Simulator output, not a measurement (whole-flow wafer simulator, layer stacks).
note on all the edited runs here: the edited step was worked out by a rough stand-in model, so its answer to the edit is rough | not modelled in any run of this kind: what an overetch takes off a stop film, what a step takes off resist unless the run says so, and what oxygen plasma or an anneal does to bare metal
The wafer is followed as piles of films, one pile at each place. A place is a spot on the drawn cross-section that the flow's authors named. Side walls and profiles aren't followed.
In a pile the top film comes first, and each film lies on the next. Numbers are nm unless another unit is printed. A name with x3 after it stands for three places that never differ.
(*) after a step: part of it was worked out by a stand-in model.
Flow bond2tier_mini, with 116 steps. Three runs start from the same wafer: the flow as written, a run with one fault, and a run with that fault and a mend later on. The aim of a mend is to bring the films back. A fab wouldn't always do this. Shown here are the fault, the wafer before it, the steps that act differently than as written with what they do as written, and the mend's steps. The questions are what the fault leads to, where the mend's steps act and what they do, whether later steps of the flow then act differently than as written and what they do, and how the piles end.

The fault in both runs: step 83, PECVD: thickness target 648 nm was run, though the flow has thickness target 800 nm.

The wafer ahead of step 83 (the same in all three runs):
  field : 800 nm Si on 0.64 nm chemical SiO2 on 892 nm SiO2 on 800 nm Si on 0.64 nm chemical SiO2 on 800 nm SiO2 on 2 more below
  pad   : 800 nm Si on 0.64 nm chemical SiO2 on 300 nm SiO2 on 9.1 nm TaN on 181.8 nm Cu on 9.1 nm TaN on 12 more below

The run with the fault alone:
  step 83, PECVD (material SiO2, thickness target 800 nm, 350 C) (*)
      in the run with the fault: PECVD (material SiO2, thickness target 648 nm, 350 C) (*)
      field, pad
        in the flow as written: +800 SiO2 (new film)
        in the run with the fault: +648 SiO2 (new film)
  Every later step of the flow that is run acts as written at every place that is followed.
  The piles end different from the flow's at field, pad by more than 2% or 0.5 nm, whichever is larger.
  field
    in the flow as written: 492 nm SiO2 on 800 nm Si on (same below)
    in the run with the fault: 340 nm SiO2 on 800 nm Si on (same below)
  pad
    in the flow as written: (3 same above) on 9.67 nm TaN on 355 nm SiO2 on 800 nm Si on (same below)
    in the run with the fault: (3 same above) on 9.67 nm TaN on 203 nm SiO2 on 800 nm Si on (same below)

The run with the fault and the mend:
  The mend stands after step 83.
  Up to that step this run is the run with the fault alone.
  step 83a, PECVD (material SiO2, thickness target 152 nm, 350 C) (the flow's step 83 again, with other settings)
      field, pad
        +152 SiO2
  Every later step of the flow that is run acts as written at every place that is followed.
  At every place that both follow, the piles at the end match the flow's.
